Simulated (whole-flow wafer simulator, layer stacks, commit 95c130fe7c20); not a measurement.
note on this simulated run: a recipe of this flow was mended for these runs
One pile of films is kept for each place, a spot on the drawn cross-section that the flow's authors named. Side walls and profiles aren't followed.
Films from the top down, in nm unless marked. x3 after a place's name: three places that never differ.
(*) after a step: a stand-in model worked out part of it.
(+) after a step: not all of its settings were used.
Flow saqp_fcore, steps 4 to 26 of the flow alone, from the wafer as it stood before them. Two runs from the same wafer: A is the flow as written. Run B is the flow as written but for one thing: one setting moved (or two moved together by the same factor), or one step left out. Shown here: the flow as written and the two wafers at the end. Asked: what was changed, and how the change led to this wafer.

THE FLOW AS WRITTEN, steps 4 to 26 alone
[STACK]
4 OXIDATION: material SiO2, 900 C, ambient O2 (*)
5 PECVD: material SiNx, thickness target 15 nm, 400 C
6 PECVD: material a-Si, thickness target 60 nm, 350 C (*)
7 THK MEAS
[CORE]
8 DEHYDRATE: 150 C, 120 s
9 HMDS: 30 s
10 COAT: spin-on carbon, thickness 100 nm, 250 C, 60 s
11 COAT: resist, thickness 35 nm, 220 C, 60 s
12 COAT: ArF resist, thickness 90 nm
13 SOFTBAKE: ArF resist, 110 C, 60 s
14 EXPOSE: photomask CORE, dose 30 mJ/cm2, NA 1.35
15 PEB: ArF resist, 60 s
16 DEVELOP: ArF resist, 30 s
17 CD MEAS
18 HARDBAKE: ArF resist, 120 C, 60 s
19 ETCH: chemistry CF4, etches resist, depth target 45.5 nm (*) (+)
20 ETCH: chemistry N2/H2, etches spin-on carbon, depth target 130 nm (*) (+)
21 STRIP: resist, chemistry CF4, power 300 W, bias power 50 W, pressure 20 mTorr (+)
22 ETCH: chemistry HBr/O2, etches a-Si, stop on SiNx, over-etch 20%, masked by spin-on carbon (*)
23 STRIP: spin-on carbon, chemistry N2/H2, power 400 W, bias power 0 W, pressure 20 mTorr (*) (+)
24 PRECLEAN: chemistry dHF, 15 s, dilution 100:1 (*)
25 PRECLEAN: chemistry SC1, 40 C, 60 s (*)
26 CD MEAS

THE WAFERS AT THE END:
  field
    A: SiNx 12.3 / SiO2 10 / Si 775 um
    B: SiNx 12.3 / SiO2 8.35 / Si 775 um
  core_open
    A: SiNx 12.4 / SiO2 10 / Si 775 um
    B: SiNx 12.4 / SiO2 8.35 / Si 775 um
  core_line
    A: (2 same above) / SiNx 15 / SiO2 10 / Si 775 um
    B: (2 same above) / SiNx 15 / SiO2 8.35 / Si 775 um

The cause: step 4, OXIDATION: 881 C was run, where the flow has 900 C.

How the change led to this, step by step:
  4 OXIDATION: material SiO2, 900 C, ambient O2 (*)
      field, core_open, core_line: A SiO2 +10 (new film), chemical SiO2 -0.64 (all of it), Si -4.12 | B SiO2 +8.35 (new film), chemical SiO2 -0.64 (all of it), Si -3.39
